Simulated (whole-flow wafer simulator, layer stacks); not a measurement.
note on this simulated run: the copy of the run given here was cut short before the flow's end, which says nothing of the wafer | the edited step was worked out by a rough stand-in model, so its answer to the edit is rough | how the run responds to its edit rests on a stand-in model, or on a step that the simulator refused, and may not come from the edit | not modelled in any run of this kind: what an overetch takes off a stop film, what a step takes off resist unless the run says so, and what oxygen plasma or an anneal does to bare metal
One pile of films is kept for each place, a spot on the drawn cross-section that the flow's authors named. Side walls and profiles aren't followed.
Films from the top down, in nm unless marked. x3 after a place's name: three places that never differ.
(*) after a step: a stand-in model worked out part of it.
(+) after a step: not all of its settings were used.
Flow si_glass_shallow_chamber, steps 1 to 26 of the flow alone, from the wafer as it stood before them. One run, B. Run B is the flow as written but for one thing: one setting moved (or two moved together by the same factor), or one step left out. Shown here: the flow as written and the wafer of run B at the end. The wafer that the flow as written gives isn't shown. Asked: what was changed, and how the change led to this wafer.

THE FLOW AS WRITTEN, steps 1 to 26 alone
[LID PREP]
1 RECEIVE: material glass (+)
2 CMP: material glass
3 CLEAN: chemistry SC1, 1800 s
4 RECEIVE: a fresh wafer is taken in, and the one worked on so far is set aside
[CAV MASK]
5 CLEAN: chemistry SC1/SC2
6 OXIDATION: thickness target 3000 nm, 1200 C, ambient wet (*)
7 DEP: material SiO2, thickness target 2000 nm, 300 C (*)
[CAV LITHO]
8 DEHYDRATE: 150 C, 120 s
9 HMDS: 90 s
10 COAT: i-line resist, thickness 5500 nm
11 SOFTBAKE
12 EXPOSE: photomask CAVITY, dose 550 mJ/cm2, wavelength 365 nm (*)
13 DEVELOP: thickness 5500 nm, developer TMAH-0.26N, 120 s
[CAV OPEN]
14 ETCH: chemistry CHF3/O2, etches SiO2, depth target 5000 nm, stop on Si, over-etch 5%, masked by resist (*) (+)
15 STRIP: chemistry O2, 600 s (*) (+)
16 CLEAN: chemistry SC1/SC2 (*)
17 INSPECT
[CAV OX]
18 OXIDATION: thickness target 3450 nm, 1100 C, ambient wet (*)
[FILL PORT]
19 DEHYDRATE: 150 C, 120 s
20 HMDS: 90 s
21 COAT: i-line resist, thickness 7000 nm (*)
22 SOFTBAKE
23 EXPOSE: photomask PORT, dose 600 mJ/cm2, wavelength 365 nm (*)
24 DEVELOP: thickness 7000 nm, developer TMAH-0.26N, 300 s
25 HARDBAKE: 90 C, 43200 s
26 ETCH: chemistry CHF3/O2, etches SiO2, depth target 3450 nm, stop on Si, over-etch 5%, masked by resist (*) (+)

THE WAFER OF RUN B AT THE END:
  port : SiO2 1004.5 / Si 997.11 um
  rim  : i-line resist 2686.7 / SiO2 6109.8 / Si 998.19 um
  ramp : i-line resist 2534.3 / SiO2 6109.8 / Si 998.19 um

The cause: step 26, ETCH: depth target 2329 nm was run, where the flow has depth target 3450 nm.

How the change led to this, step by step:
  26 ETCH: chemistry CHF3/O2, etches SiO2, depth target 3450 nm, stop on Si, over-etch 5%, masked by resist (*) (+)
      port: SiO2 -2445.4 (as written it would be: SiO2 -3450 (all of it), Si -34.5)
      rim, ramp, cav, ring: i-line resist -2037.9 (as written it would be: i-line resist -3018.8)
      (and at 1 more place)
